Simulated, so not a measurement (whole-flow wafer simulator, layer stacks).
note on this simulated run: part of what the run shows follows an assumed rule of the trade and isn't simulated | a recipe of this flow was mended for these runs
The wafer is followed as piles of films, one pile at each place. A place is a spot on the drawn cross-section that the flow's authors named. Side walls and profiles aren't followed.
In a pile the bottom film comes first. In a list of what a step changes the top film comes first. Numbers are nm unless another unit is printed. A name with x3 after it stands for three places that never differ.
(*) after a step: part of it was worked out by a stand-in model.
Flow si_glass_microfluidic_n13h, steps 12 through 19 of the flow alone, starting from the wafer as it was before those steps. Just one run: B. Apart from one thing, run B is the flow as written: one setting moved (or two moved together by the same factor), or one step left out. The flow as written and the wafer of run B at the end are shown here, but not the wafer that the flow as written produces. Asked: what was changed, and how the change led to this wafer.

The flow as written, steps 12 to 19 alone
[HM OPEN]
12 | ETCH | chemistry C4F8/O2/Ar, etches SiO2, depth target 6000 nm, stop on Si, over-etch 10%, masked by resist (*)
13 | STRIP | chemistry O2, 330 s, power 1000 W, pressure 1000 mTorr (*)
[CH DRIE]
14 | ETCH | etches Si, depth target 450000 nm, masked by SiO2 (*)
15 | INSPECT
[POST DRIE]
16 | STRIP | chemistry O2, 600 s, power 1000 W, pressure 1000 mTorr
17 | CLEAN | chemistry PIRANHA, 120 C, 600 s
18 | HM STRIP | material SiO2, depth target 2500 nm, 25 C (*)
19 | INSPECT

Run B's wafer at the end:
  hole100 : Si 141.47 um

The reason: step 12, ETCH: depth target 5136 nm was run, though the flow has depth target 6000 nm.

How this came from the change, step by step:
  12 | ETCH | chemistry C4F8/O2/Ar, etches SiO2, depth target 6000 nm, stop on Si, over-etch 10%, masked by resist (*)
      hole100: -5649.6 SiO2 (in the flow as written it would be: -6000 SiO2 (all of it), -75 Si)
      land: -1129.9 thick-i-line-resist (in the flow as written it would be: -1320 thick-i-line-resist)
  13 | STRIP | chemistry O2, 330 s, power 1000 W, pressure 1000 mTorr (*)
      hole100: nothing (in the flow as written it would be: +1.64 chemical SiO2 (new film), -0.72 Si)
      land: -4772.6 thick-i-line-resist (all of it) (in the flow as written it would be: -4582.5 thick-i-line-resist (all of it))
  14 | ETCH | etches Si, depth target 450000 nm, masked by SiO2 (*)
      hole100: -350.4 SiO2 (all of it), -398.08 um Si (in the flow as written it would be: -1.64 chemical SiO2 (all of it), -450.64 um Si)
